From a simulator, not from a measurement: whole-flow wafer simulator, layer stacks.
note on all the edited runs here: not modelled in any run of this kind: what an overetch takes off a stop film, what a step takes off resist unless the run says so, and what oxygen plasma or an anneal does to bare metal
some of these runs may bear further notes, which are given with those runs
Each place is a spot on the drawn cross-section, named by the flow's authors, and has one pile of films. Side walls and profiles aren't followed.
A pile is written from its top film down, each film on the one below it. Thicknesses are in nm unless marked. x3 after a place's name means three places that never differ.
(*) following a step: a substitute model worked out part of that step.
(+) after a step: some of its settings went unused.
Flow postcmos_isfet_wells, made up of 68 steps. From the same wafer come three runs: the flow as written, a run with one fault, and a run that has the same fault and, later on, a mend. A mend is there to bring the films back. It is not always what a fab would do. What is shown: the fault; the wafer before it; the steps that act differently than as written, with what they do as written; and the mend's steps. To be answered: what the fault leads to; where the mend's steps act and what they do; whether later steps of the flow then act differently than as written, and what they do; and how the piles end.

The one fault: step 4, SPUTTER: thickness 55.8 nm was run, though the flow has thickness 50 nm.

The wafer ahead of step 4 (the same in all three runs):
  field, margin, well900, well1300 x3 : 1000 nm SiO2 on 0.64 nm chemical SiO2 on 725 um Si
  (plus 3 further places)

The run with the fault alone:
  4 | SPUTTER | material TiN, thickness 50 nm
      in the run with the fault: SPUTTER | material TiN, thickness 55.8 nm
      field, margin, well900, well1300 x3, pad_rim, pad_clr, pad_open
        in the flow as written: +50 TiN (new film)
        in the run with the fault: +55.8 TiN (new film)
  Steps later in the flow that act otherwise than as written (not shown: 1 more step that differs only slightly, by at most 2% or 0.5 nm, whichever is larger):
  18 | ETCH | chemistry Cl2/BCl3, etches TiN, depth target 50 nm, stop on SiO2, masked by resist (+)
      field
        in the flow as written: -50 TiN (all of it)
        in the run with the fault: -50 TiN
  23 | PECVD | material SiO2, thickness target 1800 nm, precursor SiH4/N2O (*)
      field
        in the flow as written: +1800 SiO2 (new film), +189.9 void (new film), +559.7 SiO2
        in the run with the fault: +1800 SiO2 (new film), +190.2 void (new film), +559.8 SiO2 (new film)
  By the end, the piles at field, margin, well900, well1300 x3, pad_rim, pad_clr, pad_open depart from the flow's by more than 2% or 0.5 nm, whichever is larger.
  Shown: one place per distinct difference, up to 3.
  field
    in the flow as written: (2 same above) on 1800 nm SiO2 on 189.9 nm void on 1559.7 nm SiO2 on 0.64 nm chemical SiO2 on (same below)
    in the run with the fault: (2 same above) on 1800 nm SiO2 on 190.2 nm void on 559.8 nm SiO2 on 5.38 nm TiN on 1000 nm SiO2 on 0.64 nm chemical SiO2 on (same below)
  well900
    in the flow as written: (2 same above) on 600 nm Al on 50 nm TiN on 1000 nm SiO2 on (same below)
    in the run with the fault: (2 same above) on 600 nm Al on 55.8 nm TiN on 1000 nm SiO2 on (same below)
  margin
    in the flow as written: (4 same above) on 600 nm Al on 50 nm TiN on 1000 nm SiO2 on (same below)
    in the run with the fault: (4 same above) on 600 nm Al on 55.8 nm TiN on 1000 nm SiO2 on (same below)

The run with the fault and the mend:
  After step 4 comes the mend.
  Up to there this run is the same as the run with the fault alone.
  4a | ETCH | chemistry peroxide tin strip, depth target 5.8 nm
      field, margin, well900, well1300 x3, pad_rim, pad_clr, pad_open
        -5.8 TiN
  Later steps of the flow that are run all act as written at every place that is followed.
  At every place that both follow, the piles at the end match the flow's.
